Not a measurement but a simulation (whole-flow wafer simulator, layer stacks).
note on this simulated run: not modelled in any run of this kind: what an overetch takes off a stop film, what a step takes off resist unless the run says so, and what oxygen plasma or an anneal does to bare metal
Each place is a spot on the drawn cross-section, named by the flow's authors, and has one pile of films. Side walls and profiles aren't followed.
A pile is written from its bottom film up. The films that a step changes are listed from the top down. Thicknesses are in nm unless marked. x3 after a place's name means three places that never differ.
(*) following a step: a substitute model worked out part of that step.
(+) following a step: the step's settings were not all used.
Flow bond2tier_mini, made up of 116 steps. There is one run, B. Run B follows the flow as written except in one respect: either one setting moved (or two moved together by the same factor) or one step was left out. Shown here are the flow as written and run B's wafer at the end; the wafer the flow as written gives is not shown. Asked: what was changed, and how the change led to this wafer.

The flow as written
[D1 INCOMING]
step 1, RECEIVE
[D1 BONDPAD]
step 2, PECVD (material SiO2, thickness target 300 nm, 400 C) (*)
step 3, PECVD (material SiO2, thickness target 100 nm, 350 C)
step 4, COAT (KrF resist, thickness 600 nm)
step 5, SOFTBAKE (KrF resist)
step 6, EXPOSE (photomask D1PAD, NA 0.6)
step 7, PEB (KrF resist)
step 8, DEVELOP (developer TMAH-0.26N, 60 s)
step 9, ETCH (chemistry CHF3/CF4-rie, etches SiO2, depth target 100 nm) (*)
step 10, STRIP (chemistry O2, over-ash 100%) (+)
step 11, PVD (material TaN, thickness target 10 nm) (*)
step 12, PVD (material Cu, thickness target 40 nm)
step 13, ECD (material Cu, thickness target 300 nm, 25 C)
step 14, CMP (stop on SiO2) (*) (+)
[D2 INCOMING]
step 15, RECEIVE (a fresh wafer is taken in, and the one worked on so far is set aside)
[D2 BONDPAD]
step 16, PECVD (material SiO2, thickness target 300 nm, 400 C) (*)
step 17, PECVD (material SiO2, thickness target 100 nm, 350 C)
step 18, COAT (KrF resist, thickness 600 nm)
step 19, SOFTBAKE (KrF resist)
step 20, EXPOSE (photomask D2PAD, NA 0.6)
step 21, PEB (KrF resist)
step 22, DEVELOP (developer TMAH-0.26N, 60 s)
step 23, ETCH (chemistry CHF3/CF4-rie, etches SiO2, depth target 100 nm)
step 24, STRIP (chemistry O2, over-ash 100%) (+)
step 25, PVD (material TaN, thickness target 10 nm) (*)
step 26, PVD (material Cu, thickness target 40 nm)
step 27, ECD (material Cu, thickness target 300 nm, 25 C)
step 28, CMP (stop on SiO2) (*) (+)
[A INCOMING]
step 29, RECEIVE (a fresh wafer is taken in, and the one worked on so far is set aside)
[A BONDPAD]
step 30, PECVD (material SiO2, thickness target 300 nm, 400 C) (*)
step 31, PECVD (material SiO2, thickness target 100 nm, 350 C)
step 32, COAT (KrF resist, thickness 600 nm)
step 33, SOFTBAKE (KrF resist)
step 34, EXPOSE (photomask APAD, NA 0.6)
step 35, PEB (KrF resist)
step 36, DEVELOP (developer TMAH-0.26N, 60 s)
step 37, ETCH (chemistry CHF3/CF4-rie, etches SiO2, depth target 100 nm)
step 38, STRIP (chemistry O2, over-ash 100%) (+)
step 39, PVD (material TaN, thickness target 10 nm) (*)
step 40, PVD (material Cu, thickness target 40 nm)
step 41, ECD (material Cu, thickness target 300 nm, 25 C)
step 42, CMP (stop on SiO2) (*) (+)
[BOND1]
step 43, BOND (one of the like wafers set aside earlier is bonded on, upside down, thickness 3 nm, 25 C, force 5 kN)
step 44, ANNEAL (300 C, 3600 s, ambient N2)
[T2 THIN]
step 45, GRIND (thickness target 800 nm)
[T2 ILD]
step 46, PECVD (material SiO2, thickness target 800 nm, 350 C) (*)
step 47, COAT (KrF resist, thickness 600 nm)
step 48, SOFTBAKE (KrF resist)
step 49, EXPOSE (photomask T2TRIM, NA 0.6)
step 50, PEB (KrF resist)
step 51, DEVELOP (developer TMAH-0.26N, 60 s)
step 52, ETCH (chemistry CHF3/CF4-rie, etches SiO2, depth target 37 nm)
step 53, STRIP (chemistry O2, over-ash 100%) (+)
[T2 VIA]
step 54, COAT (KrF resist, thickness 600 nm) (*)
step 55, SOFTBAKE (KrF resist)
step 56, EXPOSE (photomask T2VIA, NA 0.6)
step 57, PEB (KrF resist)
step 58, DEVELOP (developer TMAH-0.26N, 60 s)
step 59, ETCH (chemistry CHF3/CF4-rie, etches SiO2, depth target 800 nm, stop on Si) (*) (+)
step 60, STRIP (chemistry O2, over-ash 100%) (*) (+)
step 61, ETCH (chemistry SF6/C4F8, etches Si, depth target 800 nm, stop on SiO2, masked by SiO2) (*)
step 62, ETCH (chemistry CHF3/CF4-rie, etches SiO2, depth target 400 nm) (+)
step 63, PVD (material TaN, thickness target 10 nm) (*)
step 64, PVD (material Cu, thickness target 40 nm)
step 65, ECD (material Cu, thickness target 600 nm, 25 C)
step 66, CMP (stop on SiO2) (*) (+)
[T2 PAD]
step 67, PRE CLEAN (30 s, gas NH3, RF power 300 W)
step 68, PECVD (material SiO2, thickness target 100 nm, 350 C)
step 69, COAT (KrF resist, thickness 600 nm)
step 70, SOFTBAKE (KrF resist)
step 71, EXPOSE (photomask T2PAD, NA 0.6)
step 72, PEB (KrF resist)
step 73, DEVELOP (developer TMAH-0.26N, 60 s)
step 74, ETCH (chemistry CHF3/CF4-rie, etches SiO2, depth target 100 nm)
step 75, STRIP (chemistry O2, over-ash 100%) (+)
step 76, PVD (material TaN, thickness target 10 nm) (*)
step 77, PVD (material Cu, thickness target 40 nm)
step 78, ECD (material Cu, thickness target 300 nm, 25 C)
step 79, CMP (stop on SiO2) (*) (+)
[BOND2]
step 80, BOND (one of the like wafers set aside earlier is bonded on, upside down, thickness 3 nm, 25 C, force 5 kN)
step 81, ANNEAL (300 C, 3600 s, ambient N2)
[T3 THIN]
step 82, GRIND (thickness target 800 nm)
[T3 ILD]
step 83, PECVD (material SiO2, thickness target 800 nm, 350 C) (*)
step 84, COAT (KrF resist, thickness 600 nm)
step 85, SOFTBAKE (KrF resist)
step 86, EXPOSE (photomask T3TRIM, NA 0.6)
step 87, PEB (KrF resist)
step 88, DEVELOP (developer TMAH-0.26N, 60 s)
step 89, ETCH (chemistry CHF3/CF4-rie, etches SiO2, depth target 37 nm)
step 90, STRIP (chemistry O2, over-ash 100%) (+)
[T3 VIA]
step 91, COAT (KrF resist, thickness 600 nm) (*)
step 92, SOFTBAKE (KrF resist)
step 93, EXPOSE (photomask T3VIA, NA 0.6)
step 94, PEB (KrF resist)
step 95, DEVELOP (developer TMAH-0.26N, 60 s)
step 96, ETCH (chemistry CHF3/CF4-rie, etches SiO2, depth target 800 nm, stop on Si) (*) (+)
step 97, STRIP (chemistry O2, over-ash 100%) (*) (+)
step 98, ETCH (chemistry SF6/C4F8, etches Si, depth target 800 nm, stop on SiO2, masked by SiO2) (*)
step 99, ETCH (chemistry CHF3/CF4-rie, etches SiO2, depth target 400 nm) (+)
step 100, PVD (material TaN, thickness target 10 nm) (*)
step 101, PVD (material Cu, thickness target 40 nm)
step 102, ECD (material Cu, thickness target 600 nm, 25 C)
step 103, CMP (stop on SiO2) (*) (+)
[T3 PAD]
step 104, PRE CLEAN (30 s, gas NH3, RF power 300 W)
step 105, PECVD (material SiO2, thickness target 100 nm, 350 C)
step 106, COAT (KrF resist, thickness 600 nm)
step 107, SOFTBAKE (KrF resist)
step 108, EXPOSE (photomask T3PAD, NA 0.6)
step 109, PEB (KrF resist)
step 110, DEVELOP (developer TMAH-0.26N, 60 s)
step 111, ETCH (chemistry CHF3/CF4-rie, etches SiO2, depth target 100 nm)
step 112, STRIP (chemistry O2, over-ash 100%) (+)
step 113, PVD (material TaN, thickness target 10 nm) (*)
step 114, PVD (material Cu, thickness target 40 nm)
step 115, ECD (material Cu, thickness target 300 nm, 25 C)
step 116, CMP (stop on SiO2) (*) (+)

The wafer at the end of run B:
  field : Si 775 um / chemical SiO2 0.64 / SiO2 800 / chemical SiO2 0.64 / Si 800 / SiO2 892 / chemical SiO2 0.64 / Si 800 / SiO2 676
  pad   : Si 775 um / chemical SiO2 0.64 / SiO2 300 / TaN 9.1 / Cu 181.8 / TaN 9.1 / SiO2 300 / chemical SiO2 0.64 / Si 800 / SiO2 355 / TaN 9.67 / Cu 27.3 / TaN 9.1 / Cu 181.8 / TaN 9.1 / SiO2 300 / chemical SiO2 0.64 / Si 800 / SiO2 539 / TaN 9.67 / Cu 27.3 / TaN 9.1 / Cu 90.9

Cause: step 99, ETCH: depth target 216 nm was run, though the flow has depth target 400 nm.

Step by step, how the change led to this:
  step 99, ETCH (chemistry CHF3/CF4-rie, etches SiO2, depth target 400 nm) (+)
      field, pad: SiO2 loses 216 (in the flow as written it would be: SiO2 loses 400)
